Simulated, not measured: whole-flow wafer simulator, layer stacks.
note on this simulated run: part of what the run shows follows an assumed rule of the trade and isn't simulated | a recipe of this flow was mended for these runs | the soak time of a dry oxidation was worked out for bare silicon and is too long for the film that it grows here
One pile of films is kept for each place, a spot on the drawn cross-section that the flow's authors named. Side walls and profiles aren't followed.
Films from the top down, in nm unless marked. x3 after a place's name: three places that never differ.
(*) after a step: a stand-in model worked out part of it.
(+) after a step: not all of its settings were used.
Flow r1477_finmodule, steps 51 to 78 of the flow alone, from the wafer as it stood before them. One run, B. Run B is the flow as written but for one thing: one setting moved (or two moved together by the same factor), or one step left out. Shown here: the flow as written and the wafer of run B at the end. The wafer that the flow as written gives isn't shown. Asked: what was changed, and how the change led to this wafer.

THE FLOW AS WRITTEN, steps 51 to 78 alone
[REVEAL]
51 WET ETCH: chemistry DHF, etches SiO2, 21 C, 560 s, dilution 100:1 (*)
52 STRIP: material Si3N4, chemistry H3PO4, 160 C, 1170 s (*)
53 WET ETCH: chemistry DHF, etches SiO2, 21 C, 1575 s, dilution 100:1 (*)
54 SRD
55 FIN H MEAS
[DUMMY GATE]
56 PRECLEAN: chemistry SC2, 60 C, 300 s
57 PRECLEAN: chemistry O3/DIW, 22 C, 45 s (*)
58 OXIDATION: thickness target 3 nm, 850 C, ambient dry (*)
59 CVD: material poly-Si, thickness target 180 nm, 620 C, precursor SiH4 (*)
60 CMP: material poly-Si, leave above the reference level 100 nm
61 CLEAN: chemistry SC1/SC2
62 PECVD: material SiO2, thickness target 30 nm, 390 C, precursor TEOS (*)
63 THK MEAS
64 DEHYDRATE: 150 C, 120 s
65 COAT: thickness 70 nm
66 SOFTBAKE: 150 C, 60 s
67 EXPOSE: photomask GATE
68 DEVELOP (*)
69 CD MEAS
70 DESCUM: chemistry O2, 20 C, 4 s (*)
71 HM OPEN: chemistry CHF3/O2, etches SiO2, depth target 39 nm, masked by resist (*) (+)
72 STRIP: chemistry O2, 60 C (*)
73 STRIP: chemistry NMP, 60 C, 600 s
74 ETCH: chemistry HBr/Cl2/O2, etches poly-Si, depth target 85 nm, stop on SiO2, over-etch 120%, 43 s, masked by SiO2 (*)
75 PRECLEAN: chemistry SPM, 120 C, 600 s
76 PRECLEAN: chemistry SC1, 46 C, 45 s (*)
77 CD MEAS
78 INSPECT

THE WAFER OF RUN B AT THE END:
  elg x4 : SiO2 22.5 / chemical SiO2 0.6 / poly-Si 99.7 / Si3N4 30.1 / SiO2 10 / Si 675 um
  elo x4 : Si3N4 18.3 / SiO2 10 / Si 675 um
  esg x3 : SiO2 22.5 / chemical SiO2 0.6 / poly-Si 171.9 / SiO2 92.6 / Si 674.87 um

The cause: step 51, WET ETCH: 308 s was run, where the flow has 560 s.

How the change led to this, step by step:
  51 WET ETCH: chemistry DHF, etches SiO2, 21 C, 560 s, dilution 100:1 (*)
      elg x4, elo x4: SiO2 -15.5 (as written it would be: SiO2 -22.3 (all of it), Si3N4 -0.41)
      esg x3, e200sg, s40cg x3, s40sg x3, eso x3, e200so, s40co x3, s40so x3: SiO2 -15.5 (as written it would be: SiO2 -28.1)
      (and at 8 more places)
  52 STRIP: material Si3N4, chemistry H3PO4, 160 C, 1170 s (*)
      elg x4, elo x4: SiO2 -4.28 (as written it would be: Si3N4 -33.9 (all of it), SiO2 -2.15)
  53 WET ETCH: chemistry DHF, etches SiO2, 21 C, 1575 s, dilution 100:1 (*)
      elg x4, elo x4: SiO2 -2.55 (all of it), Si3N4 -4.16 (as written it would be: SiO2 -7.85 (all of it))
  57 PRECLEAN: chemistry O3/DIW, 22 C, 45 s (*)
      elg x4, elo x4: nothing (as written it would be: chemical SiO2 +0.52, Si -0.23)
  58 OXIDATION: thickness target 3 nm, 850 C, ambient dry (*)
      elg x4, elo x4: nothing (as written it would be: SiO2 +3 (new film), chemical SiO2 -0.85 (all of it), Si -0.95)
  59 CVD: material poly-Si, thickness target 180 nm, 620 C, precursor SiH4 (*)
      s40cg x3, s40sg x3, s40co x3, s40so x3: poly-Si +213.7 (new film) (as written it would be: poly-Si +226.3 (new film))
      esg x3, eso x3: poly-Si +252.1 (new film) (as written it would be: poly-Si +226.3 (new film))
      (and at 2 more places)
  60 CMP: material poly-Si, leave above the reference level 100 nm
      pad, padg: nothing (as written it would be: poly-Si -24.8)
      s40cg x3, s40sg x3, s40sg_line x3, s40co x3, s40so x3, s40so_line x3: poly-Si -41.6 (as written it would be: poly-Si -80)
      (and at 2 more places)
  74 ETCH: chemistry HBr/Cl2/O2, etches poly-Si, depth target 85 nm, stop on SiO2, over-etch 120%, 43 s, masked by SiO2 (*)
      elo x4: chemical SiO2 -1.12 (all of it), poly-Si -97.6 (all of it), Si3N4 -11.8 (as written it would be: chemical SiO2 -1.12 (all of it), poly-Si -97.6 (all of it), SiO2 -0.45)
      pad: chemical SiO2 -1.12 (all of it), poly-Si -177.5 (all of it) (as written it would be: chemical SiO2 -1.12 (all of it), poly-Si -152.8 (all of it), SiO2 -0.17)
      (and at 13 more places)
